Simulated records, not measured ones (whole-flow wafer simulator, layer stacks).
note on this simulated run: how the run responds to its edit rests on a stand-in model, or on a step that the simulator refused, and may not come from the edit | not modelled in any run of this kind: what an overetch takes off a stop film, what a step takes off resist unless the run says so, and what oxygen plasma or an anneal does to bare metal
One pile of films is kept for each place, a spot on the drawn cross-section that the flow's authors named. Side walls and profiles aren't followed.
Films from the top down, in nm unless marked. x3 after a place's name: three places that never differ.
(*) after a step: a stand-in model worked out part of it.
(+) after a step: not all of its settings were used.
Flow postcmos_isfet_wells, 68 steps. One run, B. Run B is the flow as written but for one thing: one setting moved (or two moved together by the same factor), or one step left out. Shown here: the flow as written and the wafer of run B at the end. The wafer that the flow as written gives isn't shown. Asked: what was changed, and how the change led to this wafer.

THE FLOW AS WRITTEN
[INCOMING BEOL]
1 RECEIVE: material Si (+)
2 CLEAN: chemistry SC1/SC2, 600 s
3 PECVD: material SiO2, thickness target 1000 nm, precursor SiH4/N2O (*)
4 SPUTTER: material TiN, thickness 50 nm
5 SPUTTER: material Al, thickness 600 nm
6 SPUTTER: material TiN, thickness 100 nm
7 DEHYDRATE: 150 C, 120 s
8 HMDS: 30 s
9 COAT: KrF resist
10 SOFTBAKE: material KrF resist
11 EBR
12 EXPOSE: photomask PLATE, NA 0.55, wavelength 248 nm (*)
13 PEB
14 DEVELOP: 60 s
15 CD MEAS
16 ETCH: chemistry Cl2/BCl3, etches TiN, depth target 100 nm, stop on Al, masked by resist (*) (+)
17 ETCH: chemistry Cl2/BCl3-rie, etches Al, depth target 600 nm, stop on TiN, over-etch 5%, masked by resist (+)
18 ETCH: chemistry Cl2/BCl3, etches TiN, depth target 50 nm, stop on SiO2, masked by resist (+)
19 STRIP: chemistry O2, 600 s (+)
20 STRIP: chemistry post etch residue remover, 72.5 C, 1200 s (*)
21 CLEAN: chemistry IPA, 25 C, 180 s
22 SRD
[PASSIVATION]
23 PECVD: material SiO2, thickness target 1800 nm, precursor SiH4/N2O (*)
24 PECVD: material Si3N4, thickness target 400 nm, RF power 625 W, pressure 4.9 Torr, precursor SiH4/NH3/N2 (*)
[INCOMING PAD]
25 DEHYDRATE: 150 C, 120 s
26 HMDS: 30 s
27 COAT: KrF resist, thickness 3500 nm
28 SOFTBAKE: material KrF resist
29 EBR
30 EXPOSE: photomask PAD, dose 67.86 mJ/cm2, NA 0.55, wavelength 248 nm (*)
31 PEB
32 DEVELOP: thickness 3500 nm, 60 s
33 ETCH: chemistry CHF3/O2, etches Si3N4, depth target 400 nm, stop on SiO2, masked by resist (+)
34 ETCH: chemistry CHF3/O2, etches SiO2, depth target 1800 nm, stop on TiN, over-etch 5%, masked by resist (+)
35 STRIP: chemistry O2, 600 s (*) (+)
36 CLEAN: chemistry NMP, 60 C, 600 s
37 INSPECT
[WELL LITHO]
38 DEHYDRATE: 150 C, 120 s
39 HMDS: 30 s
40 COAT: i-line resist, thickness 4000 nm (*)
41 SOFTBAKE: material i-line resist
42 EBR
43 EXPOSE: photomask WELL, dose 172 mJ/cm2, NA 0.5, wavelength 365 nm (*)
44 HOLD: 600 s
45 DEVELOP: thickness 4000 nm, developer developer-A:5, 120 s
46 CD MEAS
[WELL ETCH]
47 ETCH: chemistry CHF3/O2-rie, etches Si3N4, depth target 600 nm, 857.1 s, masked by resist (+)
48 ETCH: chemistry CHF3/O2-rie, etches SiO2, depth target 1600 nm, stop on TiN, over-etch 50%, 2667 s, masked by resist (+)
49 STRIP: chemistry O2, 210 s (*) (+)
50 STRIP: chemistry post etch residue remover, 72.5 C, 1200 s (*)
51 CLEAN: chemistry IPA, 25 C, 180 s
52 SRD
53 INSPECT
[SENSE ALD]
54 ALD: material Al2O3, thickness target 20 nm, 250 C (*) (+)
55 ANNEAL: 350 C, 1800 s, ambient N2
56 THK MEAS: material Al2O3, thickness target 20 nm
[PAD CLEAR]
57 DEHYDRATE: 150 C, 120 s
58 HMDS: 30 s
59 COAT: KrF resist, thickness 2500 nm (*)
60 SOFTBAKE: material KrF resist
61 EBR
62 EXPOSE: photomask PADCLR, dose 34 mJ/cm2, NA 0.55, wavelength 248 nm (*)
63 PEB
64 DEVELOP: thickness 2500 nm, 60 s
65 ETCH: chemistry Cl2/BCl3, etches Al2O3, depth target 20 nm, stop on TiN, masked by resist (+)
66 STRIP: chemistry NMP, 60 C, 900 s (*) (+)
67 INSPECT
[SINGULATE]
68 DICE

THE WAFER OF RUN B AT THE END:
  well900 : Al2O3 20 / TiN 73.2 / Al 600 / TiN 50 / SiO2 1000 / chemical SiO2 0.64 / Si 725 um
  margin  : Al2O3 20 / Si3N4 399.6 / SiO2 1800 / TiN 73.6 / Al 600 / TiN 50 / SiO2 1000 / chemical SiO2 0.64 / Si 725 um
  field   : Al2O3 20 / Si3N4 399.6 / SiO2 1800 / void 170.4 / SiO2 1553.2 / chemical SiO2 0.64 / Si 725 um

The cause: step 6, SPUTTER: thickness 74 nm was run, where the flow has thickness 100 nm.

How the change led to this, step by step:
  6 SPUTTER: material TiN, thickness 100 nm
      field, margin, well900, well1300 x3, pad_rim, pad_clr, pad_open: TiN +74 (new film) (as written it would be: TiN +100 (new film))
  16 ETCH: chemistry Cl2/BCl3, etches TiN, depth target 100 nm, stop on Al, masked by resist (*) (+)
      field: TiN -74 (all of it) (as written it would be: TiN -100 (all of it))
  23 PECVD: material SiO2, thickness target 1800 nm, precursor SiH4/N2O (*)
      field: SiO2 +1800 (new film), void +170.4 (new film), SiO2 +553.2 (as written it would be: SiO2 +1800 (new film), void +189.9 (new film), SiO2 +559.7)
